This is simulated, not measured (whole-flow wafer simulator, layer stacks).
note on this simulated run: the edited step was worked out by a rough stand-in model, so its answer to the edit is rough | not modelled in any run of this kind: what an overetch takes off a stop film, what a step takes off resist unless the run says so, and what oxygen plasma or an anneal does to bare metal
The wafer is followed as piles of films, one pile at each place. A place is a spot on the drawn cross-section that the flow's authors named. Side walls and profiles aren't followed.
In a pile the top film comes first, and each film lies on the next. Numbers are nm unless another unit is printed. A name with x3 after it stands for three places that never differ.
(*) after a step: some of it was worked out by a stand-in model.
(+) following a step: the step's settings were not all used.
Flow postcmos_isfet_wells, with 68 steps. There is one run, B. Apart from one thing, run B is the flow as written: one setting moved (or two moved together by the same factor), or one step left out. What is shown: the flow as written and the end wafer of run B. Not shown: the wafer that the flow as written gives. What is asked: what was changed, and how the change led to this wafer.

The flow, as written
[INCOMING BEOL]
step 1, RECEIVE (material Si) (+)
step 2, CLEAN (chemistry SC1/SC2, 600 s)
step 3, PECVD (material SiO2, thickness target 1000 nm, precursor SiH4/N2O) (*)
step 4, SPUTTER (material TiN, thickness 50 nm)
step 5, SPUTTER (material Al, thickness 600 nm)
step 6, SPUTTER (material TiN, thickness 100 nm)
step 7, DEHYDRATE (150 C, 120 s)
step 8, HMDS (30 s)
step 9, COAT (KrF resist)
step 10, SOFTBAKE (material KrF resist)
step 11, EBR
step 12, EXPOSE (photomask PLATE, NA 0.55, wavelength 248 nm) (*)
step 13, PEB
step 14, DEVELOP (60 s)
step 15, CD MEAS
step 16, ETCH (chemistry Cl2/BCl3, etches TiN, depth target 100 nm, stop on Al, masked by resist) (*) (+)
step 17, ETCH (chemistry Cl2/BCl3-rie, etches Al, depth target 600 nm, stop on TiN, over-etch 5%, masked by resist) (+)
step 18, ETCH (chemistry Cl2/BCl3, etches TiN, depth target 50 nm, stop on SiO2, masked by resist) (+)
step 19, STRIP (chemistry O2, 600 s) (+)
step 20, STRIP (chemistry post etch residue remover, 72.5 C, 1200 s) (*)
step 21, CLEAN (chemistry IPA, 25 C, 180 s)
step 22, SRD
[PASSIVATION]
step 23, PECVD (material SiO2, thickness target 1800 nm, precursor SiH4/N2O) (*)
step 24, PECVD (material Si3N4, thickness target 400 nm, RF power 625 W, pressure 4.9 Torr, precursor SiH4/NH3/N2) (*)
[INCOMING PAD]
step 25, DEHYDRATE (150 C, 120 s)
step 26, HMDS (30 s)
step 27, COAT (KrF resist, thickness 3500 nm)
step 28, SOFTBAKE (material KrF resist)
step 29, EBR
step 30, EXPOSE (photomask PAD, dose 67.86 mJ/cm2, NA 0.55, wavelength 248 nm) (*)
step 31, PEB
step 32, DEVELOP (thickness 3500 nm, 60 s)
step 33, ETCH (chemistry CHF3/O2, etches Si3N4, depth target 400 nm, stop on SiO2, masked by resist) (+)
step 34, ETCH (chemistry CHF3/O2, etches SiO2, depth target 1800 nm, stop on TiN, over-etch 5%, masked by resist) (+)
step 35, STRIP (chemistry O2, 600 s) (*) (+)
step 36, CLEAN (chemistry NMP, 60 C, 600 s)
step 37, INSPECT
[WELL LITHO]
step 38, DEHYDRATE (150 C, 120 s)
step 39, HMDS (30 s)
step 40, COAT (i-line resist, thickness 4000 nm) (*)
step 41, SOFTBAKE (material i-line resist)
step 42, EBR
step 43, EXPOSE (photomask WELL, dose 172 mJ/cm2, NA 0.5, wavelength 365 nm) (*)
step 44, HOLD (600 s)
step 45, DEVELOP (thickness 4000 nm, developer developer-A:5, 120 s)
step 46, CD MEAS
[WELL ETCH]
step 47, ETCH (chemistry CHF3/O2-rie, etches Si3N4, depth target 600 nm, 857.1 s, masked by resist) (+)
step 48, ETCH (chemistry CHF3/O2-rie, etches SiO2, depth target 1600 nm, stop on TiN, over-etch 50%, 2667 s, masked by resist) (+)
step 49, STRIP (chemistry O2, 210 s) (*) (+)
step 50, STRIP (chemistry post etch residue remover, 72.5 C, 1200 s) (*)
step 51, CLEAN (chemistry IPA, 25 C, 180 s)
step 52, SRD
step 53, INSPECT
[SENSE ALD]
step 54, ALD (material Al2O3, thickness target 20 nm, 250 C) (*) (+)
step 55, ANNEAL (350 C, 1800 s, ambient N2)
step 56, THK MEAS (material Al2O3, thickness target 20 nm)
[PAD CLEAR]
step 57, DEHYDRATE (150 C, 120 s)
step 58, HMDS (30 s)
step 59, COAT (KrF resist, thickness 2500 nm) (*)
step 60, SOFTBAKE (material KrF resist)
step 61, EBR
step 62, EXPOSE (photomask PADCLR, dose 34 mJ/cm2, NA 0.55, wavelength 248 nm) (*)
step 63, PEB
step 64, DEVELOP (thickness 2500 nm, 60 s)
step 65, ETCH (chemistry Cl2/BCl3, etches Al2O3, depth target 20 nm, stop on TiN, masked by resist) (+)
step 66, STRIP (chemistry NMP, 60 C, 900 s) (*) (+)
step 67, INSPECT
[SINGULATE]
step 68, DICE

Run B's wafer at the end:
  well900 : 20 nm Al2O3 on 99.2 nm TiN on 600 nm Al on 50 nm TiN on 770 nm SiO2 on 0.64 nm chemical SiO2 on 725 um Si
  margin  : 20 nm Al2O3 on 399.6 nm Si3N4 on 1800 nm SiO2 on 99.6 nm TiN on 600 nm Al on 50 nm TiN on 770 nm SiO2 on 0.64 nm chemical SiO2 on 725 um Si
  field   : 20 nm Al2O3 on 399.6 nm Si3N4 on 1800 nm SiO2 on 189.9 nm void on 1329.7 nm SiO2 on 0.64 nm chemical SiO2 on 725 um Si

The reason: step 3, PECVD: thickness target 770 nm was run, while the flow as written has thickness target 1000 nm.
The wafer lets one read it off: well900 has SiO2 770, and step 3 as written asks for 1000 nm.

How this came from the change, step by step:
  step 3, PECVD (material SiO2, thickness target 1000 nm, precursor SiH4/N2O) (*)
      field, margin, well900, well1300 x3, pad_rim, pad_clr, pad_open: +770 SiO2 (new film) (as written it would have been: +1000 SiO2 (new film))
